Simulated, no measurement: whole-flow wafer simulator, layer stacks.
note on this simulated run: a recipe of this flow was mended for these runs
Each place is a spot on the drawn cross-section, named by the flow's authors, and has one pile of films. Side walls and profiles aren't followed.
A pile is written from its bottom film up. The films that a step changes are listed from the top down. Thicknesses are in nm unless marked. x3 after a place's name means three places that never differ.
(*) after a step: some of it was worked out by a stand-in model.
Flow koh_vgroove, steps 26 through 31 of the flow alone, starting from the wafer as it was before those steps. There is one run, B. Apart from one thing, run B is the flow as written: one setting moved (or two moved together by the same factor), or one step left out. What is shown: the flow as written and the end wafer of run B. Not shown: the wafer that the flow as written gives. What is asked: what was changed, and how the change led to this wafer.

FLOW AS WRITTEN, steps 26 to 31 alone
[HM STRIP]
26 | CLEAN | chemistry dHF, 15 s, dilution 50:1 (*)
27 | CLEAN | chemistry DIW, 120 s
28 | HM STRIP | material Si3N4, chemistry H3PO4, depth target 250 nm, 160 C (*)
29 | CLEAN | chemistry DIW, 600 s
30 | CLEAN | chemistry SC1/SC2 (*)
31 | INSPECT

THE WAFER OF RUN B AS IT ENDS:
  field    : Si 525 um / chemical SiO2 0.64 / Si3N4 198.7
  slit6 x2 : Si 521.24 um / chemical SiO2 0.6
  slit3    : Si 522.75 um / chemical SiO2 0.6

Cause: step 28, HM STRIP: material Si3N4, chemistry H3PO4, depth target 250 nm, 160 C (*), was not run.

The path from the change to this, step by step:
  30 | CLEAN | chemistry SC1/SC2 (*)
      slit3, slit2, slit6 x2: +0.6 chemical SiO2 (new film), -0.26 Si (it would be, as written: +0.1 chemical SiO2)
